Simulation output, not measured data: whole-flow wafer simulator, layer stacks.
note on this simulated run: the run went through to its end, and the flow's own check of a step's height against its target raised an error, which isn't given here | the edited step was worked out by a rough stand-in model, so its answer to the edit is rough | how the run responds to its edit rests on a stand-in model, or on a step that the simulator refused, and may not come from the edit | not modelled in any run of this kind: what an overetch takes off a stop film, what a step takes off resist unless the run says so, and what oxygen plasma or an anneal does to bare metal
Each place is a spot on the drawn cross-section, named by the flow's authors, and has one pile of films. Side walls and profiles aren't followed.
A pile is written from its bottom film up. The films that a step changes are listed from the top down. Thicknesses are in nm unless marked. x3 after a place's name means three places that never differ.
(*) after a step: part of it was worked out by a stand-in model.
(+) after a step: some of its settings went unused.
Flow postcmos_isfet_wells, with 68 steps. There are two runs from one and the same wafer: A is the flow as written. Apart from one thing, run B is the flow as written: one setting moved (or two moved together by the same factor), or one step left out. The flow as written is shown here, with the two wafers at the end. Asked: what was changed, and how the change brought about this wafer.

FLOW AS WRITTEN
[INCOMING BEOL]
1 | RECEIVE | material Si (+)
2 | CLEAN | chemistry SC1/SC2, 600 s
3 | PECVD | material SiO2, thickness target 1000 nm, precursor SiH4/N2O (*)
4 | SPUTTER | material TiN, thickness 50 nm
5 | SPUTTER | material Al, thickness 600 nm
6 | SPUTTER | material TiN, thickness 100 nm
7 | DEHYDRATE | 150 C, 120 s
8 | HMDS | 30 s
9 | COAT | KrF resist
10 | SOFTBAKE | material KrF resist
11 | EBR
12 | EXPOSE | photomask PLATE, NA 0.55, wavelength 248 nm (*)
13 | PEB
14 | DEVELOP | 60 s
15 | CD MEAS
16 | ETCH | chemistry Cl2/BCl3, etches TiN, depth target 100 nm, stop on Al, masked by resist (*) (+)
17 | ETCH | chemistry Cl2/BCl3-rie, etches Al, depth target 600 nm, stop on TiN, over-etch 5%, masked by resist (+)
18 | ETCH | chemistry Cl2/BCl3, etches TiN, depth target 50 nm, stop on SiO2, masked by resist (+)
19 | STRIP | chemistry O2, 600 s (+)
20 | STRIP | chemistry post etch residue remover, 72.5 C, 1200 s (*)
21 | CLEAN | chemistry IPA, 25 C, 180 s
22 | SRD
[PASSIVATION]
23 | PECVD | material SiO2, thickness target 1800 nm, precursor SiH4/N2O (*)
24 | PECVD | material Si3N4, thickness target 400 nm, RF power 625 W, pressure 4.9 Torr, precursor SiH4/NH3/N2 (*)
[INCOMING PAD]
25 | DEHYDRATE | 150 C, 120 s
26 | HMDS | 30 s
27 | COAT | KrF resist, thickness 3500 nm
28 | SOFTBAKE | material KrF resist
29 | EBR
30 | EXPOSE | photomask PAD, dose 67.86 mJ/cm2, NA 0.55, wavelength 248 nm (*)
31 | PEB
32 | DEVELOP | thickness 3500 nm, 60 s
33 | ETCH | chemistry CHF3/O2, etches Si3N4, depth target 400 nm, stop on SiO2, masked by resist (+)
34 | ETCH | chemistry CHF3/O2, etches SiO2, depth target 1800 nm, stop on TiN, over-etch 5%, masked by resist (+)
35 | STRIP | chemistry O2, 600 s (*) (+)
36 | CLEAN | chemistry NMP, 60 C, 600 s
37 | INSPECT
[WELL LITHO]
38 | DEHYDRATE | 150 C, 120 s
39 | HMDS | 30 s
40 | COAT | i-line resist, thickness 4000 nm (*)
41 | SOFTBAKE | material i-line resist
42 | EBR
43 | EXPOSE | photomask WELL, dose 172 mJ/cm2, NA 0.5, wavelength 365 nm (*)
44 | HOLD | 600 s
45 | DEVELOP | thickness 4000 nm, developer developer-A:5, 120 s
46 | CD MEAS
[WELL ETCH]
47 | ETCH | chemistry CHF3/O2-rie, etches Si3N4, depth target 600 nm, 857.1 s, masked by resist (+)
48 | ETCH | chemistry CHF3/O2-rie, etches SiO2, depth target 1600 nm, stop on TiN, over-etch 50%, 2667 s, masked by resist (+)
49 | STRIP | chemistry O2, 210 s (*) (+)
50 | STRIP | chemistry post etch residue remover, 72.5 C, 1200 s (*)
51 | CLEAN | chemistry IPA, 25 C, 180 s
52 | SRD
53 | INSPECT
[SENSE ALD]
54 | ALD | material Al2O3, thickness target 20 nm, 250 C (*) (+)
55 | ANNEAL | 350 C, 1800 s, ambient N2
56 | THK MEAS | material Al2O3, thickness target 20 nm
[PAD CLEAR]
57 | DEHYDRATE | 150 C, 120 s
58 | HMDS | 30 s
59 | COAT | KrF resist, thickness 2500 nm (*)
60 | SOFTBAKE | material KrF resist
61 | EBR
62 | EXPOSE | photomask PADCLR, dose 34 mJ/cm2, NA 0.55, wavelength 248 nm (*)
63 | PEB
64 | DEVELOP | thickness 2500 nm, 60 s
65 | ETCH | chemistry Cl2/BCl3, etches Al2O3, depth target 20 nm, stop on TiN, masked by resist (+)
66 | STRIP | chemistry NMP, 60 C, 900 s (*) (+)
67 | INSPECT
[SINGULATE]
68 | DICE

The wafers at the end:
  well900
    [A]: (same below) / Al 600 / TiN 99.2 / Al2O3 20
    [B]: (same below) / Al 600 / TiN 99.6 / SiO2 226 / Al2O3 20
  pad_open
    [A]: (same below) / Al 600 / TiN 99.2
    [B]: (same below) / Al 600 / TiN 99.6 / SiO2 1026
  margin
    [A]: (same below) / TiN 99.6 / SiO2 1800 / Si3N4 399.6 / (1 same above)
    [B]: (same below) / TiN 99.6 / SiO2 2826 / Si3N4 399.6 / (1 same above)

What caused this: step 23, PECVD: thickness target 2826 nm was run, while the flow as written has thickness target 1800 nm.
The wafer itself shows it: margin has SiO2 2826, and step 23 as written asks for 1800 nm.

The path from the change to this, step by step:
  23 | PECVD | material SiO2, thickness target 1800 nm, precursor SiH4/N2O (*)
      margin, well900, well1300 x3, pad_rim, pad_clr, pad_open: A SiO2 gains 1800 (new film) | B SiO2 gains 2826 (new film)
      field: A SiO2 gains 1800 (new film), void gains 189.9 (new film), SiO2 gains 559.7 | B SiO2 gains 2826 (new film), void gains 189.7 (new film), SiO2 gains 559.8
  34 | ETCH | chemistry CHF3/O2, etches SiO2, depth target 1800 nm, stop on TiN, over-etch 5%, masked by resist (+)
      pad_open: A SiO2 loses 1800 (all of it) | B SiO2 loses 1800
  48 | ETCH | chemistry CHF3/O2-rie, etches SiO2, depth target 1600 nm, stop on TiN, over-etch 50%, 2667 s, masked by resist (+)
      well900, well1300 x3: A SiO2 loses 1600 (all of it) | B SiO2 loses 2400
  59 | COAT | KrF resist, thickness 2500 nm (*)
      field: A KrF resist gains 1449 (new film) | B KrF resist gains 1067 (new film)
      margin: A KrF resist gains 1448.9 (new film) | B KrF resist gains 1066.9 (new film)
  63 | PEB
      field, margin: A KrF resist loses 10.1 | B KrF resist loses 7.38
  66 | STRIP | chemistry NMP, 60 C, 900 s (*) (+)
      field: A KrF resist loses 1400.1 (all of it) | B KrF resist loses 1020.9 (all of it)
      margin: A KrF resist loses 1400.1 (all of it) | B KrF resist loses 1020.8 (all of it)
